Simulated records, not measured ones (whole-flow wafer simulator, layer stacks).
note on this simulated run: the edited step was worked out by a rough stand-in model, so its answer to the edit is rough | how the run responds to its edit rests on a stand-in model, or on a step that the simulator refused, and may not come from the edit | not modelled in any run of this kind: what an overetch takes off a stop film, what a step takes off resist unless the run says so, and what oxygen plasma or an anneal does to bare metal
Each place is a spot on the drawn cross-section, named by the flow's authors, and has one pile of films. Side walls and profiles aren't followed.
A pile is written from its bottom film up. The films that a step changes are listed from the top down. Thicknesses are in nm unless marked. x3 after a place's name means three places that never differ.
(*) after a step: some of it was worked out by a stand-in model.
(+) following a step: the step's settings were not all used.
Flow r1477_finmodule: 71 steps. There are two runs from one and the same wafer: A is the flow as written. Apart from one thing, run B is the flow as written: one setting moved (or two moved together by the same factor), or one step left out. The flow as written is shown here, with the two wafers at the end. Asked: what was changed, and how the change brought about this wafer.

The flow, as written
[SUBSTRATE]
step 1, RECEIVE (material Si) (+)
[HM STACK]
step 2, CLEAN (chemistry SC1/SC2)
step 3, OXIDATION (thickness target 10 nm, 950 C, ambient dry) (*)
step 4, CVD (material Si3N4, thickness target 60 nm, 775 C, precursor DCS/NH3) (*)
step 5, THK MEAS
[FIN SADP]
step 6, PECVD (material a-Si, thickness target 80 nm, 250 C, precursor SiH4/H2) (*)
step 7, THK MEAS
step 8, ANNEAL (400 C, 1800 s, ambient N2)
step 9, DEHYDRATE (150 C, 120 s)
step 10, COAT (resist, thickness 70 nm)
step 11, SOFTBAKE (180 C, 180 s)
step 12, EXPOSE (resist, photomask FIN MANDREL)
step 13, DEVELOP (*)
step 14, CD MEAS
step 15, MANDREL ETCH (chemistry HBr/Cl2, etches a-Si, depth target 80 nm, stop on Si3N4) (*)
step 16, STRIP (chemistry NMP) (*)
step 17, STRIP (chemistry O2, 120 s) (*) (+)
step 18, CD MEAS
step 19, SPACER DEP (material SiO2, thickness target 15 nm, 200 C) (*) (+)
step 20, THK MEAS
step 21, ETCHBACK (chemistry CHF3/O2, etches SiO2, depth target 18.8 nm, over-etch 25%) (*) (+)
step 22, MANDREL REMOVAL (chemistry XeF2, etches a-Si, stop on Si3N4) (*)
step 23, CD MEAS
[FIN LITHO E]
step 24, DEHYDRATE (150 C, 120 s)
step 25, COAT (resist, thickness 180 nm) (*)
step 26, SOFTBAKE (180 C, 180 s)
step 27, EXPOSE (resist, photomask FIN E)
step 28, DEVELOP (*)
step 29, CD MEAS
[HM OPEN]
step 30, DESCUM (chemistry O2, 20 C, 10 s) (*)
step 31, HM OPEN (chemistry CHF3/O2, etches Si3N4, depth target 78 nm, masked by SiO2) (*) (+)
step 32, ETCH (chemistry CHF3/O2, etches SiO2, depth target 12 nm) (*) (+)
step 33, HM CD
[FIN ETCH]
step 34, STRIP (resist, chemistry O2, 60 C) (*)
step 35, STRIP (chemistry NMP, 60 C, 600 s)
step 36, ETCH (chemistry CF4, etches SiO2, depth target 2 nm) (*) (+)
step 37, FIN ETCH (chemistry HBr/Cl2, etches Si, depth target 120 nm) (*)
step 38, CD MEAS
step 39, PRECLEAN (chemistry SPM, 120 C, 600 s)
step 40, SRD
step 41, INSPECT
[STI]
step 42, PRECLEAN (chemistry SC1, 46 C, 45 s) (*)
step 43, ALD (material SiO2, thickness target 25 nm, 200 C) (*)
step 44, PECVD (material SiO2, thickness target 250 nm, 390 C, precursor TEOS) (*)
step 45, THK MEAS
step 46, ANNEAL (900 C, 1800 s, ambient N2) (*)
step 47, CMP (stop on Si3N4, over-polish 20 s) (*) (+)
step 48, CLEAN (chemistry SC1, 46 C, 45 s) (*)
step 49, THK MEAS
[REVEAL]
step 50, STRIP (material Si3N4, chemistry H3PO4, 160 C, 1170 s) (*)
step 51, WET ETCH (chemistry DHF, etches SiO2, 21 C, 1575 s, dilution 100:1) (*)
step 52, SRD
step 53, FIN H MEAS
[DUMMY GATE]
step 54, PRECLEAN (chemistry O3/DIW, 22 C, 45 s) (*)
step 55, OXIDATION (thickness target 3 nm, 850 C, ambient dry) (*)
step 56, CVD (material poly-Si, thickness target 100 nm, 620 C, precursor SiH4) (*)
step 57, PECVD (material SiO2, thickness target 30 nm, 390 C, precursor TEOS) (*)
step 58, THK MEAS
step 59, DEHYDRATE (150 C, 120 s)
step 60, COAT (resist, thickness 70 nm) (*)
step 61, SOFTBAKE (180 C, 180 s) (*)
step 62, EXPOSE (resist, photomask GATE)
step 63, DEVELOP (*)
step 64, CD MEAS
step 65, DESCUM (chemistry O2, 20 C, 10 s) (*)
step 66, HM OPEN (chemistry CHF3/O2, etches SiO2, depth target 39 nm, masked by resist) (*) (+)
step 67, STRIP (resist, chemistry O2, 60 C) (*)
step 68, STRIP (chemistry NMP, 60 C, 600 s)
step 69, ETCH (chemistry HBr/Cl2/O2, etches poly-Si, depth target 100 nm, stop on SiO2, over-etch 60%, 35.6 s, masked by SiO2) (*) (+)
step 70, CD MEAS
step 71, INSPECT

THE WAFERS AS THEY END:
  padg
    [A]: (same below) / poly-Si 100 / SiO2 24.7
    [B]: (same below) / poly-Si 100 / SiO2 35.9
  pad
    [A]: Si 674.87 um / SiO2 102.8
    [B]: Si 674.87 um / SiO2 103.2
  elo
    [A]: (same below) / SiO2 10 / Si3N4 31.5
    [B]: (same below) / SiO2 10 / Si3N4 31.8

Cause: step 57, PECVD: thickness target 41.2 nm was run, though the flow has thickness target 30 nm.

Step by step, how the change led to this:
  step 57, PECVD (material SiO2, thickness target 30 nm, 390 C, precursor TEOS) (*)
      pad, padg, elg and 33 more: A SiO2 gains 30 (new film) | B SiO2 gains 41.2 (new film)
  step 66, HM OPEN (chemistry CHF3/O2, etches SiO2, depth target 39 nm, masked by resist) (*) (+)
      pad, elo, eso and 15 more: A SiO2 loses 30 (all of it), poly-Si loses 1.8 | B SiO2 loses 39
  step 67, STRIP (resist, chemistry O2, 60 C) (*)
      pad, elo, eso and 15 more: A chemical SiO2 gains 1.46 (new film), poly-Si loses 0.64 | B nothing
  step 69, ETCH (chemistry HBr/Cl2/O2, etches poly-Si, depth target 100 nm, stop on SiO2, over-etch 60%, 35.6 s, masked by SiO2) (*) (+)
      pad, e40so, e100so, e200so, s40so, s45so, s50so: A chemical SiO2 loses 1.46 (all of it), poly-Si loses 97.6 (all of it), SiO2 loses 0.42 | B SiO2 loses 2.2 (all of it), poly-Si loses 100 (all of it)
      elo, e40lo, e100lo, e200lo: A chemical SiO2 loses 1.46 (all of it), poly-Si loses 97.6 (all of it), Si3N4 loses 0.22 | B SiO2 loses 2.2 (all of it), poly-Si loses 100 (all of it)
      (also at 7 further places)
